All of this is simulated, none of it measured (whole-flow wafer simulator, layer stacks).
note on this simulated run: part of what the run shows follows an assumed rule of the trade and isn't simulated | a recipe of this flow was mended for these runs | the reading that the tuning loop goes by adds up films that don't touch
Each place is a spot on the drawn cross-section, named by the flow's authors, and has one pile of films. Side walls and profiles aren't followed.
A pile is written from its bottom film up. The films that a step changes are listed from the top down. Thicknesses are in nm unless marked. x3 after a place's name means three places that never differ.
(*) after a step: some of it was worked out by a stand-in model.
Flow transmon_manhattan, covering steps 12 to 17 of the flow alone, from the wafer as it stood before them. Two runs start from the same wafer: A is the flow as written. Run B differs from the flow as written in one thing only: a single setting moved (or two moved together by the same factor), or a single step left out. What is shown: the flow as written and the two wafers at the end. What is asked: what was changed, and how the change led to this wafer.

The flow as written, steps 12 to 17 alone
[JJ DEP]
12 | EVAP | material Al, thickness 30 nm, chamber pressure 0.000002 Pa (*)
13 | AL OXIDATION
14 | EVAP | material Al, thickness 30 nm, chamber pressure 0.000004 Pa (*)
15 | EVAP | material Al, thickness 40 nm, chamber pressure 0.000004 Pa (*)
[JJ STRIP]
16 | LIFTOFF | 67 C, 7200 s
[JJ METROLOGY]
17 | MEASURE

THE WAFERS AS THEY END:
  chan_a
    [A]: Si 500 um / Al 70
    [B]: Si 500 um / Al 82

The reason: step 15, EVAP: thickness 52 nm was run, though the flow has thickness 40 nm.

How this came from the change, step by step:
  15 | EVAP | material Al, thickness 40 nm, chamber pressure 0.000004 Pa (*)
      field, chan_a: A Al gains 40 | B Al gains 52
  16 | LIFTOFF | 67 C, 7200 s
      field: A Al loses 70 (all of it), Al2O3 loses 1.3 (all of it), Al loses 29.2 (all of it), e-beam-resist loses 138 (all of it), copolymer-underlayer loses 500 (all of it) | B Al loses 82 (all of it), Al2O3 loses 1.3 (all of it), Al loses 29.2 (all of it), e-beam-resist loses 138 (all of it), copolymer-underlayer loses 500 (all of it)
